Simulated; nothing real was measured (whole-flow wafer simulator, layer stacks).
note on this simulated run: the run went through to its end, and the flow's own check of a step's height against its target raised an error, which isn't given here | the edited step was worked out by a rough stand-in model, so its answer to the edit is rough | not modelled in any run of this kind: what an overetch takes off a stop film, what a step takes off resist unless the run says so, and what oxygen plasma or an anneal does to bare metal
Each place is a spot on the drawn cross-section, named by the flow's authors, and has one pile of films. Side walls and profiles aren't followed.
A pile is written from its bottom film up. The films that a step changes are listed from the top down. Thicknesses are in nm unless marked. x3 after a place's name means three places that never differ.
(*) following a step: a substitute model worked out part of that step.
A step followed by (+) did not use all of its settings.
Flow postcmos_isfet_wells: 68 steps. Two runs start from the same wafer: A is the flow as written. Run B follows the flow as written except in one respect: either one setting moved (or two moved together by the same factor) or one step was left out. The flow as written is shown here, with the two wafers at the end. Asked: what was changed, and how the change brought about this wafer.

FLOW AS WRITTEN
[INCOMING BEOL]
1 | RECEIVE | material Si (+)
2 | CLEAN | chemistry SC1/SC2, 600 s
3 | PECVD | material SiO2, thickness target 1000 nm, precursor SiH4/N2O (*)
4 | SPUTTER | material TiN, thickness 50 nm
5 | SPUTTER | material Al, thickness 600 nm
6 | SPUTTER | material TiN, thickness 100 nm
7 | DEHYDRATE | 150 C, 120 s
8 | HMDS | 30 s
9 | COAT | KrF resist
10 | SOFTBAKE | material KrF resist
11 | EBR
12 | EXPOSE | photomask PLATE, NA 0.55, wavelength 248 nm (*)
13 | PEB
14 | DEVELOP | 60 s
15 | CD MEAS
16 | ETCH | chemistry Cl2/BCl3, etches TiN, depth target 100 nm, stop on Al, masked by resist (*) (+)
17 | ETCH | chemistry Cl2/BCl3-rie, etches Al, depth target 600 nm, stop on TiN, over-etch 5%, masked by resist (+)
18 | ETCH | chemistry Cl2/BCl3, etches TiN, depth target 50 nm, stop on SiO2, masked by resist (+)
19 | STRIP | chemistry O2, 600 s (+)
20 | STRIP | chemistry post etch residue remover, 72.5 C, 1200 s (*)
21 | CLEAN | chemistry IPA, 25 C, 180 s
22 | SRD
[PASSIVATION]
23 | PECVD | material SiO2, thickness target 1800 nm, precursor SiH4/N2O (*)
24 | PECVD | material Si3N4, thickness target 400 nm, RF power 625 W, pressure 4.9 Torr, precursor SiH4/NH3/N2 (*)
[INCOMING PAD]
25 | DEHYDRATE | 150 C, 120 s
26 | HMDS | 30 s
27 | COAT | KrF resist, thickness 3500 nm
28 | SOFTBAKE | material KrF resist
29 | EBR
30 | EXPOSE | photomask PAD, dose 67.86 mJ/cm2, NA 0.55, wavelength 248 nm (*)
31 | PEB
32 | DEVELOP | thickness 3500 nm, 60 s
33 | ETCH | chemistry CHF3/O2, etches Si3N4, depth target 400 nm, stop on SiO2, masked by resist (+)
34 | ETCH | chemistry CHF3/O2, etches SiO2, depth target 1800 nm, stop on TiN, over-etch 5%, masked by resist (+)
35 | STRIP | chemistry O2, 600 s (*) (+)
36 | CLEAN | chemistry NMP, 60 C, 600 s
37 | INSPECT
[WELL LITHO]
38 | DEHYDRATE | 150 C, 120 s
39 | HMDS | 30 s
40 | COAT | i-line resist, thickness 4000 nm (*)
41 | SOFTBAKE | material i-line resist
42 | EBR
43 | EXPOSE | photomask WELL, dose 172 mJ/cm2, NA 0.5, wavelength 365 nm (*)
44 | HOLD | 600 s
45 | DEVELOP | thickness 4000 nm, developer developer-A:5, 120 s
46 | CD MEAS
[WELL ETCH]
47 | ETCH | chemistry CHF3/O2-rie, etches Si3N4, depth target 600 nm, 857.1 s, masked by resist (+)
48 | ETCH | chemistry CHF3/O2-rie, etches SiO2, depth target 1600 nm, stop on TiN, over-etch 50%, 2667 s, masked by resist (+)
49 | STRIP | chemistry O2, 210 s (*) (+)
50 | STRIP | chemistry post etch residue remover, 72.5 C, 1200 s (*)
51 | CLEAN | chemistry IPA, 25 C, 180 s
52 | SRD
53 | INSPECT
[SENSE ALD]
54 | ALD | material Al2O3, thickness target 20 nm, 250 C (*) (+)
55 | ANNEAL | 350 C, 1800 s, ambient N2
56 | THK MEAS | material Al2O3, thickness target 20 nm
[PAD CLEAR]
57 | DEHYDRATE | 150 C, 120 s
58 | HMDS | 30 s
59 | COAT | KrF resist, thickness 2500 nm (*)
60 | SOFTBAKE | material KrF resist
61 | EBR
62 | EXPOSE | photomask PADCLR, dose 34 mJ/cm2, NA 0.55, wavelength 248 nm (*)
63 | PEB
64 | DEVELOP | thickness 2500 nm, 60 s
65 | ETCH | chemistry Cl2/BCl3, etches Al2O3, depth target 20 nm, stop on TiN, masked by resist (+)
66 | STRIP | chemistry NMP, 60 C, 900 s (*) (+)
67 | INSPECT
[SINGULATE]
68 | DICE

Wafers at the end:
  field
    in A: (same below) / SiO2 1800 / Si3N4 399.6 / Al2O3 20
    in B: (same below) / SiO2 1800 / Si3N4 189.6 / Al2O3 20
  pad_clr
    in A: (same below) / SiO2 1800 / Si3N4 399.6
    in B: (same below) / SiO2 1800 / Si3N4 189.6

Cause: step 24, PECVD: thickness target 190 nm was run, though the flow has thickness target 400 nm.

How this came from the change, step by step:
  24 | PECVD | material Si3N4, thickness target 400 nm, RF power 625 W, pressure 4.9 Torr, precursor SiH4/NH3/N2 (*)
      field, margin, well900, well1300 x3, pad_rim, pad_clr, pad_open: A +400 Si3N4 (new film) | B +190 Si3N4 (new film)
  33 | ETCH | chemistry CHF3/O2, etches Si3N4, depth target 400 nm, stop on SiO2, masked by resist (+)
      field, margin, well900, well1300 x3, pad_rim, pad_clr: A -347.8 KrF resist | B -247.8 KrF resist
      pad_open: A -400 Si3N4 (all of it) | B -190 Si3N4 (all of it)
  35 | STRIP | chemistry O2, 600 s (*) (+)
      field, margin, well900, well1300 x3, pad_rim, pad_clr: A -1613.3 KrF resist (all of it) | B -1713.3 KrF resist (all of it)
  41 | SOFTBAKE | material i-line resist
      pad_clr: A -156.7 i-line resist | B -135.9 i-line resist
      pad_open: A +115.3 i-line resist | B +105.9 i-line resist
  47 | ETCH | chemistry CHF3/O2-rie, etches Si3N4, depth target 600 nm, 857.1 s, masked by resist (+)
      well900, well1300 x3: A -400 Si3N4 (all of it), -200 SiO2 | B -190 Si3N4 (all of it), -410 SiO2
  48 | ETCH | chemistry CHF3/O2-rie, etches SiO2, depth target 1600 nm, stop on TiN, over-etch 50%, 2667 s, masked by resist (+)
      well900, well1300 x3: A -1600 SiO2 (all of it) | B -1390 SiO2 (all of it)
  49 | STRIP | chemistry O2, 210 s (*) (+)
      pad_clr: A -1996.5 i-line resist (all of it) | B -2083 i-line resist (all of it)
      pad_open: A -3816.3 i-line resist (all of it) | B -3731.6 i-line resist (all of it)
  59 | COAT | KrF resist, thickness 2500 nm (*)
      field: A +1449 KrF resist (new film) | B +1549.3 KrF resist (new film)
      margin: A +1448.9 KrF resist (new film) | B +1549.2 KrF resist (new film)
      (and at 2 other places as well)
  63 | PEB
      field, margin: A -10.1 KrF resist | B -10.8 KrF resist
  64 | DEVELOP | thickness 2500 nm, 60 s
      pad_clr: A -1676 KrF resist (all of it) | B -1746.3 KrF resist (all of it)
  66 | STRIP | chemistry NMP, 60 C, 900 s (*) (+)
      field, margin: A -1400.1 KrF resist (all of it) | B -1499.7 KrF resist (all of it)
      pad_rim: A -1923.7 KrF resist (all of it) | B -1970.4 KrF resist (all of it)
